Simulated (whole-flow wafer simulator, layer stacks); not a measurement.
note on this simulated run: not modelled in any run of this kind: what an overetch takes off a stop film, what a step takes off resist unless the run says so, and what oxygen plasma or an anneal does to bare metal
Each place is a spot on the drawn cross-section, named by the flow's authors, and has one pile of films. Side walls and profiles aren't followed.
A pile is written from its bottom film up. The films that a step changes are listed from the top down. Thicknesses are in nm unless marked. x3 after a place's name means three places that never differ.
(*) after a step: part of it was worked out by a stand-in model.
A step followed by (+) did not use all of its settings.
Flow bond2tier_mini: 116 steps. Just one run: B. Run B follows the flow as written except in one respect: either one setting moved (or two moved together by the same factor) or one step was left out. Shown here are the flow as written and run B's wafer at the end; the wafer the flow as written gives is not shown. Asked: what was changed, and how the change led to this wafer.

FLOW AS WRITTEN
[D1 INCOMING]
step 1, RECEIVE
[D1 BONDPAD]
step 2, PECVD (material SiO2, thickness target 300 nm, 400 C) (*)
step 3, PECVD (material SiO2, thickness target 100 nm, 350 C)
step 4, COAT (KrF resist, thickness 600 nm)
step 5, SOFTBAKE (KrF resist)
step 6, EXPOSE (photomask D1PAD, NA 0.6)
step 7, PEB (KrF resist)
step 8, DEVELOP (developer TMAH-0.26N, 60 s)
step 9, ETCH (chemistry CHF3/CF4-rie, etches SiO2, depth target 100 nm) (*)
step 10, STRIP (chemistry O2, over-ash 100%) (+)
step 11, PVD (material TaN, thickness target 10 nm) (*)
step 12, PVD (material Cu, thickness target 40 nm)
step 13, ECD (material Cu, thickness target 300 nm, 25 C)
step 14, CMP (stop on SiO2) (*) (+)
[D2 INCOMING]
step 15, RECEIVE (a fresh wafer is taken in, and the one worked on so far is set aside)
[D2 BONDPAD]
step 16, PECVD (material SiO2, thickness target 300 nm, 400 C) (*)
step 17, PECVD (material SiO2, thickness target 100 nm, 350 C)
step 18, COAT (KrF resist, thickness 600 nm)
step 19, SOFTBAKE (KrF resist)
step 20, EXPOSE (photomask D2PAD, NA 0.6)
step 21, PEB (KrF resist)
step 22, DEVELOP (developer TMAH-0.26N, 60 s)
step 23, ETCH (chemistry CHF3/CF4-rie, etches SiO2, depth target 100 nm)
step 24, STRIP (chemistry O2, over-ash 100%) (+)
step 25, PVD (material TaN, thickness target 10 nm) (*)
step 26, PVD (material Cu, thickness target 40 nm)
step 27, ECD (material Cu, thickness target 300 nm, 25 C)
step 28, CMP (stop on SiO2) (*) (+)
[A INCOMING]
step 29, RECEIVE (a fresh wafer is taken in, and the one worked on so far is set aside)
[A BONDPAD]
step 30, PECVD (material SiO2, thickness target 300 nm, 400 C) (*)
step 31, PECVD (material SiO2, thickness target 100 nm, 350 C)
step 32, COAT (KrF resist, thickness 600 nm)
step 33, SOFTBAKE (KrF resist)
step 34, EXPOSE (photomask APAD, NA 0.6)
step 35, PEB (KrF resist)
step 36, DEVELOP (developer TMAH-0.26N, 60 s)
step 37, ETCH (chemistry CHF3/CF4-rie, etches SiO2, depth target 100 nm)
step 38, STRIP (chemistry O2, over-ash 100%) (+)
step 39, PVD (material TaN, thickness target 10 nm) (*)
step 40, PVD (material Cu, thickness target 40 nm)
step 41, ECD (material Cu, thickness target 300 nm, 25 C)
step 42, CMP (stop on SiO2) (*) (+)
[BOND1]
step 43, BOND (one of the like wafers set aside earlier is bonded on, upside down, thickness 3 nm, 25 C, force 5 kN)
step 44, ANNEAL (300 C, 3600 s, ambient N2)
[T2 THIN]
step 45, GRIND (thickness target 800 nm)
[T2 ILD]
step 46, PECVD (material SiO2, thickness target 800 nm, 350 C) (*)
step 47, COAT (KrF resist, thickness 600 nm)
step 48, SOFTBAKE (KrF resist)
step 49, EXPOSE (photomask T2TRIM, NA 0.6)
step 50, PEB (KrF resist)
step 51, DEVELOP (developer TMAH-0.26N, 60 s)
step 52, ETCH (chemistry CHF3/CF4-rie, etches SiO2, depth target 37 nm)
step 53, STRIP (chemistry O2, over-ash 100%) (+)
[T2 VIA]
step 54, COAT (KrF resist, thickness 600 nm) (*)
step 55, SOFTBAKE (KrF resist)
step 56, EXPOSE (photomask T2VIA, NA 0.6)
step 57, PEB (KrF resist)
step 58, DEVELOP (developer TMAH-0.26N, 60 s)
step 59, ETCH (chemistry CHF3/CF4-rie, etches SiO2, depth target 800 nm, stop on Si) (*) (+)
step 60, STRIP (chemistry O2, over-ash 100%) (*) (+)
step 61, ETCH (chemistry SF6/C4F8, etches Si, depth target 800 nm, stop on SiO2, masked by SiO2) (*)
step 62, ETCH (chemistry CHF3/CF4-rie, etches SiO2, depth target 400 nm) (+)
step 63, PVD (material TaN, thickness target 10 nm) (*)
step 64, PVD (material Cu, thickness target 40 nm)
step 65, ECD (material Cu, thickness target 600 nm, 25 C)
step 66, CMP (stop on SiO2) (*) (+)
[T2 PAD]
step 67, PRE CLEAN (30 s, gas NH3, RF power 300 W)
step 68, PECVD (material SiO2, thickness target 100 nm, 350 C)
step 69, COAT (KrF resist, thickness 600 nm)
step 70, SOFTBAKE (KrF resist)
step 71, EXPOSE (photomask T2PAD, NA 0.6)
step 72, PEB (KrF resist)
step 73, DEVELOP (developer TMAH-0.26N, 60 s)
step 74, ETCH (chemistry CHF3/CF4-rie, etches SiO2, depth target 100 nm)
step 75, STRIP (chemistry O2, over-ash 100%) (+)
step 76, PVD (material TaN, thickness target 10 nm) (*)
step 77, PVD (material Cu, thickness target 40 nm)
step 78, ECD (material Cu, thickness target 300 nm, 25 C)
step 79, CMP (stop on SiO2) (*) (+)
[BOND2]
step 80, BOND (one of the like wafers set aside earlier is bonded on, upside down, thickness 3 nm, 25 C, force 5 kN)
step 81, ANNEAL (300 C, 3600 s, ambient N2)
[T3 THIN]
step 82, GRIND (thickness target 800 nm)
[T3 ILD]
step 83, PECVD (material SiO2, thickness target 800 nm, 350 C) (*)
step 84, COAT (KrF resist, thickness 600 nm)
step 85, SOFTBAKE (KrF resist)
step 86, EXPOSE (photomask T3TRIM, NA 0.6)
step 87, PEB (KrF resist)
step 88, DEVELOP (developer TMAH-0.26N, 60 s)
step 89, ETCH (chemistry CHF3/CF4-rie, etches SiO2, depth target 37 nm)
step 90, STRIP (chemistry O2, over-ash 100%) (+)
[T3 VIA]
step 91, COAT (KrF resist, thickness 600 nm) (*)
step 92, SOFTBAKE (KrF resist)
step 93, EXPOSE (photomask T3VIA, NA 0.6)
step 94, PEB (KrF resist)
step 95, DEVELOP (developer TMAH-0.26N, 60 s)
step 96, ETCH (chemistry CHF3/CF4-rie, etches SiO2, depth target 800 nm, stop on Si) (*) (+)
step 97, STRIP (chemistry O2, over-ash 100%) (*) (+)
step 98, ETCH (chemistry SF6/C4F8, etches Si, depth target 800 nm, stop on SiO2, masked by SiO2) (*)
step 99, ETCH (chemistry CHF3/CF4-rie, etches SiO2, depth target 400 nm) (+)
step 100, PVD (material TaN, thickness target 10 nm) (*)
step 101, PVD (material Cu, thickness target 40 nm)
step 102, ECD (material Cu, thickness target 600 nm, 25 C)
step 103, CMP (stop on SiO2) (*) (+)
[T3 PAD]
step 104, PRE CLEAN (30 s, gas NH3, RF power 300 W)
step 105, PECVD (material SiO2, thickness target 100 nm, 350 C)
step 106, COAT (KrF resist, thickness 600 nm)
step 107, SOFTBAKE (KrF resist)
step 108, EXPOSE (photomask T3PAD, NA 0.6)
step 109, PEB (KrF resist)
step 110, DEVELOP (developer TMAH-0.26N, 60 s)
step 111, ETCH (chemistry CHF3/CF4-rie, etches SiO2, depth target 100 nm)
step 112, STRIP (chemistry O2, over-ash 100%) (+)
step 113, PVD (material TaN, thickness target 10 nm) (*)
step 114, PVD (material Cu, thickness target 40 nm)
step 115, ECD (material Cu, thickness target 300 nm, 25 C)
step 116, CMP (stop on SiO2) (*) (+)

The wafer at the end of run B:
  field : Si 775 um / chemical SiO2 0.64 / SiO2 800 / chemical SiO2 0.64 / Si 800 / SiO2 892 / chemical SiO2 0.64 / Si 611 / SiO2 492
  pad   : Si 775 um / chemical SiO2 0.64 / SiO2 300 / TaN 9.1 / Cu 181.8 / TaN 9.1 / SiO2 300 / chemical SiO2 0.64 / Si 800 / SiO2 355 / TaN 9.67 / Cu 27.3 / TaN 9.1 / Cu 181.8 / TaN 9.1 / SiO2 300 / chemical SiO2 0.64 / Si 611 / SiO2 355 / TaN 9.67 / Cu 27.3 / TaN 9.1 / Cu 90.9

What caused this: step 82, GRIND: thickness target 611 nm was run, while the flow as written has thickness target 800 nm.
The wafer lets one read it off: field has Si 611, and step 82 as written asks for 800 nm.

The path from the change to this, step by step:
  step 82, GRIND (thickness target 800 nm)
      field, pad: Si loses 774.39 um (it would be, as written: Si loses 774.2 um)
